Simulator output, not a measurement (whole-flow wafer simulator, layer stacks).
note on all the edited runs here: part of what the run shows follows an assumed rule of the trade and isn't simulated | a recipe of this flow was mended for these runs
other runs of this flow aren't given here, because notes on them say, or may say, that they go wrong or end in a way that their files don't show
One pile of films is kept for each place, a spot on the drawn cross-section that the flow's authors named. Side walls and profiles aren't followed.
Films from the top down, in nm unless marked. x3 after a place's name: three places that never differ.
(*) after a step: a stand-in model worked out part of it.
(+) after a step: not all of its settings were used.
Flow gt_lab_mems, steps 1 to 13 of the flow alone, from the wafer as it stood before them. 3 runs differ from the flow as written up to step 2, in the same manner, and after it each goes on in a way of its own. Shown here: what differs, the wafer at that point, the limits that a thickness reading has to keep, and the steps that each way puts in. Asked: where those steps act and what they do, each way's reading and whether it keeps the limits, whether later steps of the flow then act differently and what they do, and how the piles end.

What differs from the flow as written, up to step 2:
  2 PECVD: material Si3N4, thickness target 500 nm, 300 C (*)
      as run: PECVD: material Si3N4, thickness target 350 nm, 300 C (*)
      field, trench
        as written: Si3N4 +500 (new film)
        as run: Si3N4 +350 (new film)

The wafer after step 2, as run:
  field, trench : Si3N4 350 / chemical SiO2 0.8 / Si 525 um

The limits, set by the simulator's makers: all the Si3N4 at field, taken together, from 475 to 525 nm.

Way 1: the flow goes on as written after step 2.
  The reading after step 2: 350 nm, outside the limits.
  Later steps of the flow that act differently than as written (1 more step differs only slightly, by at most 2% or 0.5 nm, whichever is larger, and isn't shown):
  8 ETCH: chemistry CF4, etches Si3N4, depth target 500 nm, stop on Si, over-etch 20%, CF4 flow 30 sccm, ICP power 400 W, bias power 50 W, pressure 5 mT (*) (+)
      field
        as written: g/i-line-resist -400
        this way: g/i-line-resist -280.6
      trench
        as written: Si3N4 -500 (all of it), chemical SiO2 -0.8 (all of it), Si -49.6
        this way: Si3N4 -350 (all of it), chemical SiO2 -0.8 (all of it), Si -124.6
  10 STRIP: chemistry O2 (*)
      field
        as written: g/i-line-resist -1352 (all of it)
        this way: g/i-line-resist -1471.3 (all of it)
  At the end the piles differ from the flow's by more than 2% or 0.5 nm, whichever is larger, at field.
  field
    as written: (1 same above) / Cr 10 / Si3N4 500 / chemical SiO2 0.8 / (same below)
    this way: (1 same above) / Cr 10 / Si3N4 350 / chemical SiO2 0.8 / (same below)

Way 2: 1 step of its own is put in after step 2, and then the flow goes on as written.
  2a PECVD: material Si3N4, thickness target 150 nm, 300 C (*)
      field, trench
        Si3N4 +150
  The reading after step 2a: 500 nm, within the limits.
  No later step of the flow acts differently than as written at any place that is followed.
  At the end the piles are the same as the flow's at every place that both follow.

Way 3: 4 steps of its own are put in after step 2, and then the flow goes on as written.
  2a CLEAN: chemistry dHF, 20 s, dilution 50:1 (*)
      field, trench
        Si3N4 -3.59
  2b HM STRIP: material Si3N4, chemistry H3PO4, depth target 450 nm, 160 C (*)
      field, trench
        Si3N4 -346.4 (all of it), chemical SiO2 -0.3, Si -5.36
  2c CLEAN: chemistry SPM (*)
      field, trench
        chemical SiO2 +0.3, Si -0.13
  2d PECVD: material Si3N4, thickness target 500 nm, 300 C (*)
      field, trench
        Si3N4 +500 (new film)
  The reading after step 2d: 500 nm, within the limits.
  No later step of the flow acts differently than as written at any place that is followed.
  At the end the piles differ from the flow's only slightly at the places that both follow, by at most 2% or 0.5 nm, whichever is larger.

Within the limits: way 2, way 3. Outside them: way 1.
